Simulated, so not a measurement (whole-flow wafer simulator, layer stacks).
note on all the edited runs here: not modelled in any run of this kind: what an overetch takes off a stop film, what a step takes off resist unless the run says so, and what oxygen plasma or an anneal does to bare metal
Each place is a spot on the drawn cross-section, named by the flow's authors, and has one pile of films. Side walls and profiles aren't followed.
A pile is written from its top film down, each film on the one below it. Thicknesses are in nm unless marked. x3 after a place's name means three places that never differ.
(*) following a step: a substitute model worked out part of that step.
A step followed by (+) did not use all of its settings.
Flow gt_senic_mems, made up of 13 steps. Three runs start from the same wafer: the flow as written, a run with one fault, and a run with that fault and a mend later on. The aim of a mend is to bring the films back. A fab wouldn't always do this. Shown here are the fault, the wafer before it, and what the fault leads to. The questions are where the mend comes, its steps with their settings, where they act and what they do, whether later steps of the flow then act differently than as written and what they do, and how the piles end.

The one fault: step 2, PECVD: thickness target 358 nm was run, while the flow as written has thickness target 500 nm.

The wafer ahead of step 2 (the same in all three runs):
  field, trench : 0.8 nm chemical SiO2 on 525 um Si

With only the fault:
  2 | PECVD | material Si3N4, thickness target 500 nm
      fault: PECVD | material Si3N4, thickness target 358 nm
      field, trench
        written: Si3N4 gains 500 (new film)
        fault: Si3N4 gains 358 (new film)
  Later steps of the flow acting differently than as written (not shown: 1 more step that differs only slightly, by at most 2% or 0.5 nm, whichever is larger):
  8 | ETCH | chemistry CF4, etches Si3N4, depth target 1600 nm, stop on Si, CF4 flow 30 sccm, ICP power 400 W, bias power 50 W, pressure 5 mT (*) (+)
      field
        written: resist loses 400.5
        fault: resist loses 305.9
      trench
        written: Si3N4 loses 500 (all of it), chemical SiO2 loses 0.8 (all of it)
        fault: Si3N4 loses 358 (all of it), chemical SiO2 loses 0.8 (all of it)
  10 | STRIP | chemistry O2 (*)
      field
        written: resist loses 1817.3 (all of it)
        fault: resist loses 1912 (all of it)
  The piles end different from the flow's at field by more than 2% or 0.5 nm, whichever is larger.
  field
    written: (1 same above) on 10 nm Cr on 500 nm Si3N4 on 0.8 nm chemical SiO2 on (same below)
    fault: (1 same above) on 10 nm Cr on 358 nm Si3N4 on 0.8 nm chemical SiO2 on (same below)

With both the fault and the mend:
  The mend stands after step 7.
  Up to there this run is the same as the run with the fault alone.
  7a | STRIP | chemistry O2 (*)
      field
        resist loses 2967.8 (all of it)
  7b | PECVD | material Si3N4, thickness target 142 nm (a further turn of the flow's step 2, with different settings)
      field, trench
        Si3N4 gains 142
  7c | HMDS (a further turn of the flow's step 3)
      does not change any film at any place that is followed
  7d | COAT | resist, thickness 3000 nm (a further turn of the flow's step 4)
      field, trench
        resist gains 3000 (new film)
  7e | SOFTBAKE | resist (a further turn of the flow's step 5)
      does not change any film at any place that is followed
  7f | EXPOSE | photomask DEVICE, dose 108.9 mJ/cm2, wavelength 405 nm (*) (a further turn of the flow's step 6)
      does not change any film at any place that is followed
  7g | DEVELOP | resist, thickness 3000 nm, developer developer-E, 60 s (a further turn of the flow's step 7)
      field
        resist loses 32.2
      trench
        resist loses 3000 (all of it)
  Every later step of the flow that is run acts as written at every place that is followed.
  By the end, the piles equal the flow's at every place that both follow.
